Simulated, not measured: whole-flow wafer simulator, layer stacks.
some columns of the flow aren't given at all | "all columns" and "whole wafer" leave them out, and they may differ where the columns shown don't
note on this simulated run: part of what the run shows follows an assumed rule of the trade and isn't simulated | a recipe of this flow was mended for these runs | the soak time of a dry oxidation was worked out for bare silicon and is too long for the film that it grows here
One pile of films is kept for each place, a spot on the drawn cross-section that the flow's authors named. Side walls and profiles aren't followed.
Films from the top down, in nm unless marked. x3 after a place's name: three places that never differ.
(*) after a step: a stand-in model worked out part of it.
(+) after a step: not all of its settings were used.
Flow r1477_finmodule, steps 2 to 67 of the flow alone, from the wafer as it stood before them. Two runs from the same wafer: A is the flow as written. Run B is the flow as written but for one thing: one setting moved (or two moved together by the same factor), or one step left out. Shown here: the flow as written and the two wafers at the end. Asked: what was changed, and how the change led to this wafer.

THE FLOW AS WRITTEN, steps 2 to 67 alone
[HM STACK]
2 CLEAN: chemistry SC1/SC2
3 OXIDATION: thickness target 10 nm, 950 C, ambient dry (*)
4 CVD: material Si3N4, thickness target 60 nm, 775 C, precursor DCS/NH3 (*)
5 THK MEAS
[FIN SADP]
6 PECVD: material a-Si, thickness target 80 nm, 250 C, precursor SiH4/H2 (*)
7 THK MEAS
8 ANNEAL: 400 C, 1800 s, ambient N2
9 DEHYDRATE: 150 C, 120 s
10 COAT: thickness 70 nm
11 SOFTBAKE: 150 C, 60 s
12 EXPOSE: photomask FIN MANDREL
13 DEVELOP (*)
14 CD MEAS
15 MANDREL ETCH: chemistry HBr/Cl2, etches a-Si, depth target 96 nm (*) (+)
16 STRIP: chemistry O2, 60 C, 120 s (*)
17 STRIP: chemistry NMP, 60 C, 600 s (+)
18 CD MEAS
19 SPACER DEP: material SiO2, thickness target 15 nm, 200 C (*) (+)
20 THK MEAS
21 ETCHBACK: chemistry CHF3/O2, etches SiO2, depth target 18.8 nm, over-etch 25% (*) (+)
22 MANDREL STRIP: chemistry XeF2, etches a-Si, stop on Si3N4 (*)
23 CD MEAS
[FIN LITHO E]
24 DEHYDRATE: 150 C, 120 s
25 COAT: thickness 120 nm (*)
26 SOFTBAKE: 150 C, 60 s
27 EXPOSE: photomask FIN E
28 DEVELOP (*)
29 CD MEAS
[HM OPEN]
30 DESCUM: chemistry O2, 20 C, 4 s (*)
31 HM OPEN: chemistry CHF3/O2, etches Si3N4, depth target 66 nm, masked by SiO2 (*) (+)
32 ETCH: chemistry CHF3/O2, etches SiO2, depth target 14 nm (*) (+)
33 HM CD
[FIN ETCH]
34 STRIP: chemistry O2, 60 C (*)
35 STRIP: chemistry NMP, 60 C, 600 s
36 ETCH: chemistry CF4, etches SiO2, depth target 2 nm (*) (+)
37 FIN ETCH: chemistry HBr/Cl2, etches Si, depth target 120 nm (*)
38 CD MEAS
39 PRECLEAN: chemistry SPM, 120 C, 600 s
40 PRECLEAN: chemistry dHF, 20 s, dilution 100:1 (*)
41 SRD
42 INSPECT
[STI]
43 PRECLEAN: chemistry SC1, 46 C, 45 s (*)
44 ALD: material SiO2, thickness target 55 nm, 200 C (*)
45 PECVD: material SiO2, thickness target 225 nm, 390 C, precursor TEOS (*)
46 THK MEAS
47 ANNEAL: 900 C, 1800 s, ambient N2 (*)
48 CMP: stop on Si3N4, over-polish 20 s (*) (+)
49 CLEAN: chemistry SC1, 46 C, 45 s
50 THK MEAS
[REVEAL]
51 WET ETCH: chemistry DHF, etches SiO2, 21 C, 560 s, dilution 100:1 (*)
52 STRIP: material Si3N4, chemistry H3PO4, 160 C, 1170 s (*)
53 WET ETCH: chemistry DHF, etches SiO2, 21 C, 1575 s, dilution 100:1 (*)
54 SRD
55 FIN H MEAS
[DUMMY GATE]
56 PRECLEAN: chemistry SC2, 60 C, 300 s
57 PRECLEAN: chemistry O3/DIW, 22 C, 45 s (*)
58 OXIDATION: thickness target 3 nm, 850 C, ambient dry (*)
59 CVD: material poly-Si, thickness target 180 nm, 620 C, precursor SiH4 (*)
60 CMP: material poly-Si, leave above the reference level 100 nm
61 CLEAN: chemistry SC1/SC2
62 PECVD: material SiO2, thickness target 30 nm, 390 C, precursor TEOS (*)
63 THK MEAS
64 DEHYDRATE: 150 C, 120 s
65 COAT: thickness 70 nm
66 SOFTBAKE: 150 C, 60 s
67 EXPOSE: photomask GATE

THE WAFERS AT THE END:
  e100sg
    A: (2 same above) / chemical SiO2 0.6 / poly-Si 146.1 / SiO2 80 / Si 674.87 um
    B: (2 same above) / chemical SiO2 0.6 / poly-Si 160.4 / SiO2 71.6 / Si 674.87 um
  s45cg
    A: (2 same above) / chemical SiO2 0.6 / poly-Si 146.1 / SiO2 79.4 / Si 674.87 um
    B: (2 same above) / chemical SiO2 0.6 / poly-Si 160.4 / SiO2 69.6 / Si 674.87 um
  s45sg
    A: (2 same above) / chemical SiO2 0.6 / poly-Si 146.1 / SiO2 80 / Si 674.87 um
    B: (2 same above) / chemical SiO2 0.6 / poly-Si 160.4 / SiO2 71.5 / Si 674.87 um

The cause: step 4, CVD: thickness target 45.6 nm was run, where the flow has thickness target 60 nm.

How the change led to this, step by step:
  4 CVD: material Si3N4, thickness target 60 nm, 775 C, precursor DCS/NH3 (*)
      pad, padg, elg and 33 more: A Si3N4 +60 (new film) | B Si3N4 +45.6 (new film)
  31 HM OPEN: chemistry CHF3/O2, etches Si3N4, depth target 66 nm, masked by SiO2 (*) (+)
      pad, padg, esg and 13 more: A Si3N4 -54.1 (all of it), SiO2 -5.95 | B Si3N4 -39.7 (all of it), SiO2 -10 (all of it), Si -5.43
      s40cg, s45cg, s50cg, s40co, s45co, s50co: A Si3N4 -60 (all of it), SiO2 -3 | B Si3N4 -45.6 (all of it), SiO2 -10 (all of it), Si -3.47
  32 ETCH: chemistry CHF3/O2, etches SiO2, depth target 14 nm (*) (+)
      pad, padg: A SiO2 -4.05 (all of it), Si -1.99 | B Si -2.8
      esg, eso: A SiO2 -4.05 (all of it), Si -1.99 | B Si -2.33
      (and at 18 more places)
  44 ALD: material SiO2, thickness target 55 nm, 200 C (*)
      s40sg, s45sg, s50sg, s40so, s45so, s50so: A SiO2 +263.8 (new film) | B SiO2 +255.3 (new film)
      s40cg, s45cg, s40co, s45co: A SiO2 +263.2 (new film) | B SiO2 +253.3 (new film)
      (and at 10 more places)
  48 CMP: stop on Si3N4, over-polish 20 s (*) (+)
      pad, padg: A SiO2 -79.4 | B SiO2 -87.6
  52 STRIP: material Si3N4, chemistry H3PO4, 160 C, 1170 s (*)
      elg, e40lg, e100lg, e200lg, elo, e40lo, e100lo, e200lo: A Si3N4 -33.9 (all of it), SiO2 -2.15 | B Si3N4 -19.5 (all of it), SiO2 -2.6
      s40sg_line, s45sg_line, s50sg_line, s40so_line, s45so_line, s50so_line: A Si3N4 -55.1 (all of it), SiO2 -1.49 | B Si3N4 -40.7 (all of it), SiO2 -1.94
  59 CVD: material poly-Si, thickness target 180 nm, 620 C, precursor SiH4 (*)
      esg, e40sg, e100sg and 15 more: A poly-Si +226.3 (new film) | B poly-Si +240.7 (new film)
      e200sg, e200so: A poly-Si +219.2 (new film) | B poly-Si +240.7 (new film)
  60 CMP: material poly-Si, leave above the reference level 100 nm
      pad, padg: A poly-Si -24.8 | B poly-Si -10.4
      e200sg, e200so: A poly-Si -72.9 | B poly-Si -80
